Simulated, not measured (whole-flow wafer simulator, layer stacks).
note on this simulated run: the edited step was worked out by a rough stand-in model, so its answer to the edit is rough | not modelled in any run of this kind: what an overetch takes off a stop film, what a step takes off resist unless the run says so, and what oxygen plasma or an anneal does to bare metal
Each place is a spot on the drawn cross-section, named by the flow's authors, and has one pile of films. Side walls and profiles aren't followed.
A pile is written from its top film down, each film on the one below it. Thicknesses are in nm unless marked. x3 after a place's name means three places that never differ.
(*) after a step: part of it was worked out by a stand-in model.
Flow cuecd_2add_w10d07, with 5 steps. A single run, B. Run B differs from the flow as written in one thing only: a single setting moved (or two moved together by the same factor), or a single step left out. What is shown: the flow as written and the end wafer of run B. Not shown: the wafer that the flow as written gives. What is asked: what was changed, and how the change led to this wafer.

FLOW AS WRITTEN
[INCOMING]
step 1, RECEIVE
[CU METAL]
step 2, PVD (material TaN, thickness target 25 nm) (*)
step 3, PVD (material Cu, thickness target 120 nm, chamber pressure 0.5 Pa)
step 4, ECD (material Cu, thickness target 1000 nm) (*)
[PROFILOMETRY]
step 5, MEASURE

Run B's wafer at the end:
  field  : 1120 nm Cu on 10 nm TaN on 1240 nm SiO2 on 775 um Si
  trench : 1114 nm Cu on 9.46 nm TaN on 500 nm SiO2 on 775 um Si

What caused this: step 2, PVD: thickness target 10 nm was run, while the flow as written has thickness target 25 nm.
The wafer lets one read it off: field has TaN 10, and step 2 as written asks for 25 nm.

Step by step, how the change led to this:
  step 2, PVD (material TaN, thickness target 25 nm) (*)
      field: +10 TaN (new film) (it would be, as written: +25 TaN (new film))
      trench: +9.46 TaN (new film) (it would be, as written: +23.7 TaN (new film))
